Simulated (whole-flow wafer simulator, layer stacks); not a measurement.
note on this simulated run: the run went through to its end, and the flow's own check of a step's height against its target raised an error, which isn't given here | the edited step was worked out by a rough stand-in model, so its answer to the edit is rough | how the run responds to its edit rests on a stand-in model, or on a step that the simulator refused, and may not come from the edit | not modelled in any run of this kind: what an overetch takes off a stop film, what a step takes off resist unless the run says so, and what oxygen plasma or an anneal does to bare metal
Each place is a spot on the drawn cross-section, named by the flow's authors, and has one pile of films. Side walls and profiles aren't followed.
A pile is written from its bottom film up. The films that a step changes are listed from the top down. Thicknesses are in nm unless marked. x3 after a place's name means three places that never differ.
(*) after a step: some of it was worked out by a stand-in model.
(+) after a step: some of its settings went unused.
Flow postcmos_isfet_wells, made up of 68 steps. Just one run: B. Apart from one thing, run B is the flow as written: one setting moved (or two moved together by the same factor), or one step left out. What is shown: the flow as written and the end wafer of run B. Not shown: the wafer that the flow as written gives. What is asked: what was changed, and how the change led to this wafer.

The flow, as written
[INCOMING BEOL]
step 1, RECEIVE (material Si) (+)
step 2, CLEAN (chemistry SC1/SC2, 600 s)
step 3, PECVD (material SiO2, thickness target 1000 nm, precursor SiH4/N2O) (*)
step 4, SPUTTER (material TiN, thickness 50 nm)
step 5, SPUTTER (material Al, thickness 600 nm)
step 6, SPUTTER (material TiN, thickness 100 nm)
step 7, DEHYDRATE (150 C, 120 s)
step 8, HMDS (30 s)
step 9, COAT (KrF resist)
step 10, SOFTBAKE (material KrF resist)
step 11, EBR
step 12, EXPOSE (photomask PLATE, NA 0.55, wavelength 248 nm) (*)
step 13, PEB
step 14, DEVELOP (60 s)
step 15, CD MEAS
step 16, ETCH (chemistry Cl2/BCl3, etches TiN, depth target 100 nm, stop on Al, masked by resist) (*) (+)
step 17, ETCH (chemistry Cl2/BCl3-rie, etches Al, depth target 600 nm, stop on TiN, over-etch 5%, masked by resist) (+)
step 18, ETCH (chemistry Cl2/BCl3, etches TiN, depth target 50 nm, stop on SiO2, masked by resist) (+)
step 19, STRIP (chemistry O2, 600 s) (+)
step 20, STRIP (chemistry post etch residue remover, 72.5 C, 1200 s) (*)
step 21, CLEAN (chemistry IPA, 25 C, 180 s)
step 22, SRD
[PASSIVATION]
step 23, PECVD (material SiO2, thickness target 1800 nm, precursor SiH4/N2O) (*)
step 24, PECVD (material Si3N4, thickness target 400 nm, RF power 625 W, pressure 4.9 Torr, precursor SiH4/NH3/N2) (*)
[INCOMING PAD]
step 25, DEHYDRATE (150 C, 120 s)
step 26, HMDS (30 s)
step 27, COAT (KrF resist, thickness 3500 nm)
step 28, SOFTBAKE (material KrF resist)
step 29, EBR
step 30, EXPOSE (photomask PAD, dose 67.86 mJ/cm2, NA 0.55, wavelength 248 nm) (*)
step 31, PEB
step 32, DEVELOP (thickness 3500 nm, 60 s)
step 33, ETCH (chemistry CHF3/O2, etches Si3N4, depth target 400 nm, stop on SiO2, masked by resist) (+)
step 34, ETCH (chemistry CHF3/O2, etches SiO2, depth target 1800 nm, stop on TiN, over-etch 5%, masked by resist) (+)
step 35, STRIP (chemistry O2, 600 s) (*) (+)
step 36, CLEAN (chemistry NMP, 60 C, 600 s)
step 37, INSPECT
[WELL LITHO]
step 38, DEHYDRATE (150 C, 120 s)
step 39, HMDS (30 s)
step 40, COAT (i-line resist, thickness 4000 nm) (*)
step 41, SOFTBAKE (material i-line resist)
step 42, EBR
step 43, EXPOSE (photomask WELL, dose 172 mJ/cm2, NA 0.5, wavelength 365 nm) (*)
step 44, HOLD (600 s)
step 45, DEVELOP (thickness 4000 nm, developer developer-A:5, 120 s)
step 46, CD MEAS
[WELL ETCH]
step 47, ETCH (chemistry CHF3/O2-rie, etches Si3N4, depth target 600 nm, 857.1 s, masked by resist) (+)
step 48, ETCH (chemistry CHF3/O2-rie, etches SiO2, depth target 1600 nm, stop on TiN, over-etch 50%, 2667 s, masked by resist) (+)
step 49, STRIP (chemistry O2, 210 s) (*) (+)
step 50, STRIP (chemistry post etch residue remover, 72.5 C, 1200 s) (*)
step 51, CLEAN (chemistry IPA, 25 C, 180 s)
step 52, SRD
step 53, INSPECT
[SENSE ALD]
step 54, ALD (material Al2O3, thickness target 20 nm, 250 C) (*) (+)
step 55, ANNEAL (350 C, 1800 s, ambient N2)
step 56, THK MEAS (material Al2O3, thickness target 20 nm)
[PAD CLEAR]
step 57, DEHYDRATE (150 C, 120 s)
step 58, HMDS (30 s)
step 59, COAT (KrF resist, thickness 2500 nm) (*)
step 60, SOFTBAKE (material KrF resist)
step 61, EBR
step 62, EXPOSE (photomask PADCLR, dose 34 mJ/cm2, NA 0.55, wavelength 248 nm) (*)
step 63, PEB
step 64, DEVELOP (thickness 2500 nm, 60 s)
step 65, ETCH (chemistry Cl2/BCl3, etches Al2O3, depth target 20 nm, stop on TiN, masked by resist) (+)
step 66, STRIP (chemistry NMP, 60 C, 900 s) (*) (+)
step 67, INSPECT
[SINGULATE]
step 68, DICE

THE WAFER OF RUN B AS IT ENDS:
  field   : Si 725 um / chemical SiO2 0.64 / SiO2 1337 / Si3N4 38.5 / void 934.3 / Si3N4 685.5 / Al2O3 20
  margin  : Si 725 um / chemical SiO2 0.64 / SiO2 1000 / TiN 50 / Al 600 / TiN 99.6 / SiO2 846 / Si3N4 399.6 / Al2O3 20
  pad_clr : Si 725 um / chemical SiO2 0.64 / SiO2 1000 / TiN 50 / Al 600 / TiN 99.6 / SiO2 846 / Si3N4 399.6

The reason: step 23, PECVD: thickness target 846 nm was run, though the flow has thickness target 1800 nm.
The wafer itself shows it: margin has SiO2 846, and step 23 as written asks for 1800 nm.

The path from the change to this, step by step:
  step 23, PECVD (material SiO2, thickness target 1800 nm, precursor SiH4/N2O) (*)
      field: SiO2 gains 337 (in the flow as written it would be: SiO2 gains 1800 (new film), void gains 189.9 (new film), SiO2 gains 559.7)
      margin, well900, well1300 x3, pad_rim, pad_clr, pad_open: SiO2 gains 846 (new film) (in the flow as written it would be: SiO2 gains 1800 (new film))
  step 24, PECVD (material Si3N4, thickness target 400 nm, RF power 625 W, pressure 4.9 Torr, precursor SiH4/NH3/N2) (*)
      field: Si3N4 gains 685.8 (new film), void gains 934.3 (new film), Si3N4 gains 38.5 (new film) (in the flow as written it would be: Si3N4 gains 400 (new film))
  step 34, ETCH (chemistry CHF3/O2, etches SiO2, depth target 1800 nm, stop on TiN, over-etch 5%, masked by resist) (+)
      field, margin, well900, well1300 x3, pad_rim, pad_clr: KrF resist loses 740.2 (in the flow as written it would be: KrF resist loses 1500)
      pad_open: SiO2 loses 846 (all of it) (in the flow as written it would be: SiO2 loses 1800 (all of it))
  step 35, STRIP (chemistry O2, 600 s) (*) (+)
      field, margin, well900, well1300 x3, pad_rim, pad_clr: KrF resist loses 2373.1 (all of it) (in the flow as written it would be: KrF resist loses 1613.3 (all of it))
  step 40, COAT (i-line resist, thickness 4000 nm) (*)
      pad_clr: i-line resist gains 3563.3 (new film) (in the flow as written it would be: i-line resist gains 3256.8 (new film))
      pad_open: i-line resist gains 4460 (new film) (in the flow as written it would be: i-line resist gains 4804.7 (new film))
  step 41, SOFTBAKE (material i-line resist)
      pad_clr: i-line resist loses 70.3 (in the flow as written it would be: i-line resist loses 156.7)
      pad_open: i-line resist gains 69.3 (in the flow as written it would be: i-line resist gains 115.3)
  step 48, ETCH (chemistry CHF3/O2-rie, etches SiO2, depth target 1600 nm, stop on TiN, over-etch 50%, 2667 s, masked by resist) (+)
      well900, well1300 x3: SiO2 loses 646 (all of it) (in the flow as written it would be: SiO2 loses 1600 (all of it))
  step 49, STRIP (chemistry O2, 210 s) (*) (+)
      pad_clr: i-line resist loses 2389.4 (all of it) (in the flow as written it would be: i-line resist loses 1996.5 (all of it))
      pad_open: i-line resist loses 3425.7 (all of it) (in the flow as written it would be: i-line resist loses 3816.3 (all of it))
  step 59, COAT (KrF resist, thickness 2500 nm) (*)
      field: KrF resist gains 1904.7 (new film) (in the flow as written it would be: KrF resist gains 1449 (new film))
      margin: KrF resist gains 1904.7 (new film) (in the flow as written it would be: KrF resist gains 1448.9 (new film))
      (and at 3 other places as well)
  step 60, SOFTBAKE (material KrF resist)
      pad_clr: KrF resist loses 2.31 (in the flow as written it would be: KrF resist loses 3.77)
  step 63, PEB
      field, margin: KrF resist loses 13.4 (in the flow as written it would be: KrF resist loses 10.1)
      pad_rim: KrF resist loses 15.5 (in the flow as written it would be: KrF resist loses 13.9)
      (and at 2 other places as well)
  step 64, DEVELOP (thickness 2500 nm, 60 s)
      pad_clr: KrF resist loses 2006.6 (all of it) (in the flow as written it would be: KrF resist loses 1676 (all of it))
      pad_open: KrF resist loses 2802.8 (all of it) (in the flow as written it would be: KrF resist loses 3045.1 (all of it))
  step 66, STRIP (chemistry NMP, 60 C, 900 s) (*) (+)
      field, margin: KrF resist loses 1852.6 (all of it) (in the flow as written it would be: KrF resist loses 1400.1 (all of it))
      pad_rim: KrF resist loses 2143.7 (all of it) (in the flow as written it would be: KrF resist loses 1923.7 (all of it))
